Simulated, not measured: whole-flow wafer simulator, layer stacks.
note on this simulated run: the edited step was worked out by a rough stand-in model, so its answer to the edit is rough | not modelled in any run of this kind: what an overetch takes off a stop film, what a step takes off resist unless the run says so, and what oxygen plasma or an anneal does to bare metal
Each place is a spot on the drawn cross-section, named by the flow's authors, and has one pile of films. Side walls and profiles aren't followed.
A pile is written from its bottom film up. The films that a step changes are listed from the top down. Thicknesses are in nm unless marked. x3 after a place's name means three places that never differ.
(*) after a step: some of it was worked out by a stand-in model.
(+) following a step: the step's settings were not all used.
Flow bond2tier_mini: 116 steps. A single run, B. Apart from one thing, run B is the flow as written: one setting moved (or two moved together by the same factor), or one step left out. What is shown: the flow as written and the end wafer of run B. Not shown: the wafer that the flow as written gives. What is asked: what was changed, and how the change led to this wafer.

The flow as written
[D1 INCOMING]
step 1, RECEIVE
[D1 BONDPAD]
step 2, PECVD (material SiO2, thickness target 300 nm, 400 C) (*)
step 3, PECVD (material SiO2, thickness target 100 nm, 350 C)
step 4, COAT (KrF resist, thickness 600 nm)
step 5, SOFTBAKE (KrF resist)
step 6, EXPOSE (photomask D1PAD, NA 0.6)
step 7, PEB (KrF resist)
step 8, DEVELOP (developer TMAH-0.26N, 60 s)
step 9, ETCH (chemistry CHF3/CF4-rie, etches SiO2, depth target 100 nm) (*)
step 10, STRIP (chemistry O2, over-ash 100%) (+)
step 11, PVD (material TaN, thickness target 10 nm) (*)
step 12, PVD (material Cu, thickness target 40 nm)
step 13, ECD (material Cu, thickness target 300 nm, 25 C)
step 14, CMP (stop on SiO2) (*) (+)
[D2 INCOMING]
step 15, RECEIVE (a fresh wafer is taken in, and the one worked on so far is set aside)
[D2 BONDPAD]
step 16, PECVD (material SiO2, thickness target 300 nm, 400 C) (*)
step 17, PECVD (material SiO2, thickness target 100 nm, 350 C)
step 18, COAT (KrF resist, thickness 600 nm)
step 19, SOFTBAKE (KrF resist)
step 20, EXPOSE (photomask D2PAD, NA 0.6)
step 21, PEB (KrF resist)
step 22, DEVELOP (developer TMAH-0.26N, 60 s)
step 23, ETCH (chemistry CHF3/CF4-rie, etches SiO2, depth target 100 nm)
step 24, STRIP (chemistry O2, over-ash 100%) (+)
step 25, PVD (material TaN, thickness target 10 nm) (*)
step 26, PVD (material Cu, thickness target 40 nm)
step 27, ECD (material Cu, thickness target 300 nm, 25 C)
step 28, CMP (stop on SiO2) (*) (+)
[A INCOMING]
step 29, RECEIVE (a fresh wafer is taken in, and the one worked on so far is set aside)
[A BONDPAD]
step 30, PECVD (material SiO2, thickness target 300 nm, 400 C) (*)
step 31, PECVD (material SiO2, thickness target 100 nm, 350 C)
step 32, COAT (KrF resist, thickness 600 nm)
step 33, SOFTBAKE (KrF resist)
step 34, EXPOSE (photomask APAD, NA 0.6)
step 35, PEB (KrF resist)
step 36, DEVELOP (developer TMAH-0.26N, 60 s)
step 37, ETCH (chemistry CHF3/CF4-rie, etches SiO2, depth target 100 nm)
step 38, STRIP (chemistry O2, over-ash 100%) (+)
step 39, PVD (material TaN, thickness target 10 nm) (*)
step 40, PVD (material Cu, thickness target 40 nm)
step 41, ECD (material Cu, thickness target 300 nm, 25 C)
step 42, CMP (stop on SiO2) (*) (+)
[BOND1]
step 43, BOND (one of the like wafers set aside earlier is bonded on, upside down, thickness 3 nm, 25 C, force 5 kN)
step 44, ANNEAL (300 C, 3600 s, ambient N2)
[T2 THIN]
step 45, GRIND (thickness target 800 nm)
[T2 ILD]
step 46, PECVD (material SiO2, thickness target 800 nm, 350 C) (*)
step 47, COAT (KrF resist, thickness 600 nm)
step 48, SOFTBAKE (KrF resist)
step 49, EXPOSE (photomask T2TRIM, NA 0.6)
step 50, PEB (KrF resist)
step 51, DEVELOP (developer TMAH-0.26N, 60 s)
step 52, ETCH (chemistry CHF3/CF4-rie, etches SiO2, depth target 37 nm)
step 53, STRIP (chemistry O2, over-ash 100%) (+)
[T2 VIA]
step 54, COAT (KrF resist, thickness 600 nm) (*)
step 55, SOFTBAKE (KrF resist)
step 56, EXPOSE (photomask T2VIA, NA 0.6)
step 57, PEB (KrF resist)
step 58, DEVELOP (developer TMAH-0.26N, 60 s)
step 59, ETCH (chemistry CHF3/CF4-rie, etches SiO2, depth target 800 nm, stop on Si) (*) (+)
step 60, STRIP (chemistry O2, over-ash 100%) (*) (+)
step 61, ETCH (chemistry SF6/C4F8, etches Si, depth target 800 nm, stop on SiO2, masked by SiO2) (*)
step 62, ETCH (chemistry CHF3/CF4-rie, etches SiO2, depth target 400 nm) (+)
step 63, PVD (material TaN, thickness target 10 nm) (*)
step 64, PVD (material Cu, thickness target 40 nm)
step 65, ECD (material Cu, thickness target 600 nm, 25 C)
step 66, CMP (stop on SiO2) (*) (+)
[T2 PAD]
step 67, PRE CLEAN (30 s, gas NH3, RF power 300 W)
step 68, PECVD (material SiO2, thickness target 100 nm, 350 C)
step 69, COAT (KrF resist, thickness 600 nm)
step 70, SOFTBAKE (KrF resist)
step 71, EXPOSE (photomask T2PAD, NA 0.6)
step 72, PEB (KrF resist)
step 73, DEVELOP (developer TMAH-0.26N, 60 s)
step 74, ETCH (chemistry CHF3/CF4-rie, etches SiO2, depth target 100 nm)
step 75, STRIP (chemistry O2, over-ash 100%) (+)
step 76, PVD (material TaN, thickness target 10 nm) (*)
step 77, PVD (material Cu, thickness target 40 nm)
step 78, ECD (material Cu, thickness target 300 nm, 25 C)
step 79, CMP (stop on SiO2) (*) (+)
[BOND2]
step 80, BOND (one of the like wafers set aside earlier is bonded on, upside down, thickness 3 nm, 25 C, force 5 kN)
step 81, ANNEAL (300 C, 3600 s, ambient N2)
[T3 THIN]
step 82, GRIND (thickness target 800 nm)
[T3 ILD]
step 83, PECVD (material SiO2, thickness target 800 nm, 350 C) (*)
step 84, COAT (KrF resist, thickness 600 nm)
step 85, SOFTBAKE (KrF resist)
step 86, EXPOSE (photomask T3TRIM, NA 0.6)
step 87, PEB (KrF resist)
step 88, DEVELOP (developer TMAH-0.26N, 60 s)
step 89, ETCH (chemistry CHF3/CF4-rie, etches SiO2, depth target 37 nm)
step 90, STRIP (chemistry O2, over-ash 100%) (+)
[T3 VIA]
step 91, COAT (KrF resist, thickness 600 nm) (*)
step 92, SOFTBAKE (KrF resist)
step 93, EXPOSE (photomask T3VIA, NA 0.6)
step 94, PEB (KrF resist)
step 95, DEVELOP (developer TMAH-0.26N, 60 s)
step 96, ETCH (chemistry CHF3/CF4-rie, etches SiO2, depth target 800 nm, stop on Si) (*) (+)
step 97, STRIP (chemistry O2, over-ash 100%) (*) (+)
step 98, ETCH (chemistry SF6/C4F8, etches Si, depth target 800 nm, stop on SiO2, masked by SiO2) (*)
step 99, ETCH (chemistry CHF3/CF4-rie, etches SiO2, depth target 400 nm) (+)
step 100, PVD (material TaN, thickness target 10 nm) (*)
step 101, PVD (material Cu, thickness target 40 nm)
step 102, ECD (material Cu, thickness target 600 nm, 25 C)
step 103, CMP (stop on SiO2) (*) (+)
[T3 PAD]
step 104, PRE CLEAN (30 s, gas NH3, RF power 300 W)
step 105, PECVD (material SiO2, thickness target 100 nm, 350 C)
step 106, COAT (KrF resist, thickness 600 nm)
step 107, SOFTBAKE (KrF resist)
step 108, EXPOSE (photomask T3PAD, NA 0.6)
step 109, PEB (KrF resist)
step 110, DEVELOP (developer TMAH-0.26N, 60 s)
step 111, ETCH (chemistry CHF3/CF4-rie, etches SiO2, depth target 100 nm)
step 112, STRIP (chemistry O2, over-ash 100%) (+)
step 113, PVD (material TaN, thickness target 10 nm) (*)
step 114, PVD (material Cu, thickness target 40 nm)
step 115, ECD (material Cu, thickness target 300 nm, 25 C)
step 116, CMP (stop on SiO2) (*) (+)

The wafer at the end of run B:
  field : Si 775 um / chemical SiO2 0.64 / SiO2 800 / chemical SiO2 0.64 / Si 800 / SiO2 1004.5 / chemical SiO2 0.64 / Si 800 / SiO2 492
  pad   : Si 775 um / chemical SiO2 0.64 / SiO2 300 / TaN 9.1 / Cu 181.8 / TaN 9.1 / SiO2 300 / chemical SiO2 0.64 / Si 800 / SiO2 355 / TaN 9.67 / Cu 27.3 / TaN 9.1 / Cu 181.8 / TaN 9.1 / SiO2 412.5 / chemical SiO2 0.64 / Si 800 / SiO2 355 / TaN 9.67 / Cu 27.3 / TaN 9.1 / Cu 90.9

The reason: step 16, PECVD: thickness target 412.5 nm was run, whereas the flow has thickness target 300 nm.
The wafer lets one read it off: pad has SiO2 412.5, and step 16 as written asks for 300 nm.

How this came from the change, step by step:
  step 16, PECVD (material SiO2, thickness target 300 nm, 400 C) (*)
      field, pad, via: SiO2 gains 412.5 (new film) (as written it would have been: SiO2 gains 300 (new film))
  step 80, BOND (one of the like wafers set aside earlier is bonded on, upside down, thickness 3 nm, 25 C, force 5 kN)
      field: Si gains 775 um (new film), chemical SiO2 gains 0.64 (new film), SiO2 gains 512.5 (as written it would have been: Si gains 775 um (new film), chemical SiO2 gains 0.64 (new film), SiO2 gains 400)
      pad: Si gains 775 um (new film), chemical SiO2 gains 0.64 (new film), SiO2 gains 412.5 (new film), TaN gains 9.1 (new film), Cu gains 90.9 (as written it would have been: Si gains 775 um (new film), chemical SiO2 gains 0.64 (new film), SiO2 gains 300 (new film), TaN gains 9.1 (new film), Cu gains 90.9)
